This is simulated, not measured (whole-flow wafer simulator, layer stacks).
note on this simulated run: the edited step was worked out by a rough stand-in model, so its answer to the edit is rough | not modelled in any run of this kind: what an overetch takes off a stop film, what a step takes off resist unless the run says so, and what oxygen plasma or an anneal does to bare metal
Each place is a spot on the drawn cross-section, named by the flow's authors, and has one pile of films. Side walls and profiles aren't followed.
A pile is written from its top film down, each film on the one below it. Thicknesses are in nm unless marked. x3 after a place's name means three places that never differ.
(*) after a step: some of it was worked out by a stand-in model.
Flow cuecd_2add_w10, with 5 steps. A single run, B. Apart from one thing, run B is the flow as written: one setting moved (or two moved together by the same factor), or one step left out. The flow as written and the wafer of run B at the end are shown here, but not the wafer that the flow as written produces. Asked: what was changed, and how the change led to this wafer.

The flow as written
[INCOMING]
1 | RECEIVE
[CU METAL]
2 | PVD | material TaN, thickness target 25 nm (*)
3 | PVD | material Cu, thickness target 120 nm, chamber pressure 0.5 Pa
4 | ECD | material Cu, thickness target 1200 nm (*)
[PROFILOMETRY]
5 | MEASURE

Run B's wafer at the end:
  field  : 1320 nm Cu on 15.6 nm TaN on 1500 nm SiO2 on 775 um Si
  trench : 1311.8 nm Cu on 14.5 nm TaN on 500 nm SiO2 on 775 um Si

What caused this: step 2, PVD: thickness target 15.6 nm was run, while the flow as written has thickness target 25 nm.
One can read it off the wafer: field has TaN 15.6, and step 2 as written asks for 25 nm.

Step by step, how the change led to this:
  2 | PVD | material TaN, thickness target 25 nm (*)
      field: TaN gains 15.6 (new film) (in the flow as written it would be: TaN gains 25 (new film))
      trench: TaN gains 14.5 (new film) (in the flow as written it would be: TaN gains 23.2 (new film))
